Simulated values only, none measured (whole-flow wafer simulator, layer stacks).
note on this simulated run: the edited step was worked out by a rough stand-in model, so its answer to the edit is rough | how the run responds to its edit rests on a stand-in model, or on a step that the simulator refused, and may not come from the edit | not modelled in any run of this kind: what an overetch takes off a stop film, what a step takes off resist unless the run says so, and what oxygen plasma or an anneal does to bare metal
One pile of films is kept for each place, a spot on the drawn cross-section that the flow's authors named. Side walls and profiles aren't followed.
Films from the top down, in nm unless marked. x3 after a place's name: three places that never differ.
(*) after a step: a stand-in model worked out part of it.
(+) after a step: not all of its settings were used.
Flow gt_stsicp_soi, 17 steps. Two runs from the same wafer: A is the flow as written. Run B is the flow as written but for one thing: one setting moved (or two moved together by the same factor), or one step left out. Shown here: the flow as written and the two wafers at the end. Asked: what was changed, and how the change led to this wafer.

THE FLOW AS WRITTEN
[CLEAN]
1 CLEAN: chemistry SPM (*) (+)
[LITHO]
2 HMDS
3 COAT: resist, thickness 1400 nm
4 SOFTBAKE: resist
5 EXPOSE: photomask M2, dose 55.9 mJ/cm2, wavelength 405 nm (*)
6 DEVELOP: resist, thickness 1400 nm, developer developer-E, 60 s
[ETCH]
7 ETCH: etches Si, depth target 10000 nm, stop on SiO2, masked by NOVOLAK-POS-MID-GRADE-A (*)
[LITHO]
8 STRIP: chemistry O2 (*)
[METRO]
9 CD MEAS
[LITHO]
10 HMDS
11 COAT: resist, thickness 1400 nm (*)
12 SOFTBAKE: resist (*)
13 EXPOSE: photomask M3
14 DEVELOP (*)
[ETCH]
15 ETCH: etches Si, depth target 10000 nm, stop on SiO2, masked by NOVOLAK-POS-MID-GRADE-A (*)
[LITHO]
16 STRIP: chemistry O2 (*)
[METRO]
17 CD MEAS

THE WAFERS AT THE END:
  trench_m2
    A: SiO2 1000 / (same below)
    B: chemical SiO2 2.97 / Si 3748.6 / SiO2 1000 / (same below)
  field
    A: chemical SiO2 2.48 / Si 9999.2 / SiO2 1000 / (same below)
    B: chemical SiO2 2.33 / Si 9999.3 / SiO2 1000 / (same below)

The cause: step 7, ETCH: depth target 6250 nm was run, where the flow has depth target 10000 nm.

How the change led to this, step by step:
  7 ETCH: etches Si, depth target 10000 nm, stop on SiO2, masked by NOVOLAK-POS-MID-GRADE-A (*)
      trench_m2: A chemical SiO2 -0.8 (all of it), Si -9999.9 (all of it) | B chemical SiO2 -0.8 (all of it), Si -6250
      field, trench_m3: A resist -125 | B resist -78.1
  8 STRIP: chemistry O2 (*)
      trench_m2: A nothing | B chemical SiO2 +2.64 (new film), Si -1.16
      field, trench_m3: A resist -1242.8 (all of it), chemical SiO2 +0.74, Si -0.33 | B resist -1289.7 (all of it), chemical SiO2 +0.75, Si -0.33
  11 COAT: resist, thickness 1400 nm (*)
      trench_m2: A resist +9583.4 (new film) | B resist +6584.1 (new film)
      trench_m3: A resist +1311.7 (new film) | B resist +1344.7 (new film)
  12 SOFTBAKE: resist (*)
      trench_m2: A nothing | B resist +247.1
      trench_m3: A nothing | B resist +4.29
  14 DEVELOP (*)
      trench_m3: A resist -1311.7 (all of it) | B resist -1349 (all of it)
  16 STRIP: chemistry O2 (*)
      trench_m2: A resist -9458.4 (all of it) | B resist -6706.3 (all of it), chemical SiO2 +0.34, Si -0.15
      field: A resist -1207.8 (all of it), chemical SiO2 +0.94, Si -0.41 | B resist -1233.3 (all of it), chemical SiO2 +0.78, Si -0.34
